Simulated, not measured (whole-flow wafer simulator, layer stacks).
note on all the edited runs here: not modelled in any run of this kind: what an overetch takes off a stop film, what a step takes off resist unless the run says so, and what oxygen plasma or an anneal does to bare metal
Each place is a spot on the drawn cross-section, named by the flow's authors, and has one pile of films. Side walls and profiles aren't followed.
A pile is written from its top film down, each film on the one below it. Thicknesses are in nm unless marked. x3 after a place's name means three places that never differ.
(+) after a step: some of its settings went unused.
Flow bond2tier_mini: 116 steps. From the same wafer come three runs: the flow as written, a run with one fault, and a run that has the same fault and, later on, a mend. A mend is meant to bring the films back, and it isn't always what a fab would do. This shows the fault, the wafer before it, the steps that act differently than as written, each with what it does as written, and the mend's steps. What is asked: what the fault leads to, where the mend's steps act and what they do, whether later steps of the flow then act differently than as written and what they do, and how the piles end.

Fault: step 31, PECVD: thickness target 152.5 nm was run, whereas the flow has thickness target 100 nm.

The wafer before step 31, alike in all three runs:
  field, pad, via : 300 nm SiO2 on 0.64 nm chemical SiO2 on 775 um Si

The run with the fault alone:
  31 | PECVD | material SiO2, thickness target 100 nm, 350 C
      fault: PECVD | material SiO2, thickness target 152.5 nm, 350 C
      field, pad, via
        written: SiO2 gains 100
        fault: SiO2 gains 152.5
  None of the later steps of the flow acts differently than as written at any place that is followed.
  By the end, the piles at field, pad depart from the flow's by more than 2% or 0.5 nm, whichever is larger.
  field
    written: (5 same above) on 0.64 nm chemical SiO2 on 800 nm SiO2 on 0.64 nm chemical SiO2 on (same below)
    fault: (5 same above) on 0.64 nm chemical SiO2 on 852.5 nm SiO2 on 0.64 nm chemical SiO2 on (same below)
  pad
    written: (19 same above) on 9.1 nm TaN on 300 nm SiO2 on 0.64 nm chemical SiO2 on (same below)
    fault: (19 same above) on 9.1 nm TaN on 352.5 nm SiO2 on 0.64 nm chemical SiO2 on (same below)

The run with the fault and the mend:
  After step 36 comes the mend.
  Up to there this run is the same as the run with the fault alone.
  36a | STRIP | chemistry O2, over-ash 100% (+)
      field
        KrF resist loses 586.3 (all of it)
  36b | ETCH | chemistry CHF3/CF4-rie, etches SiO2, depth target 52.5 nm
      field, pad, via
        SiO2 loses 52.5
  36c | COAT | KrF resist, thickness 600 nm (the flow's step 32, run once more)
      field, pad, via
        KrF resist gains 600 (new film)
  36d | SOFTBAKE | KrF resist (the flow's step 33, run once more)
      alters no film at any place that is followed
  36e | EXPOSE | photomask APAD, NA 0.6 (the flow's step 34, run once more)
      alters no film at any place that is followed
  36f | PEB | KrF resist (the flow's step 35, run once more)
      alters no film at any place that is followed
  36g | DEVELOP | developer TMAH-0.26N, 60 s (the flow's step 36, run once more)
      pad, via
        KrF resist loses 600 (all of it)
      field
        KrF resist loses 13.7
  None of the later steps of the flow acts differently than as written at any place that is followed.
  The piles end the same as the flow's at every place that both follow.
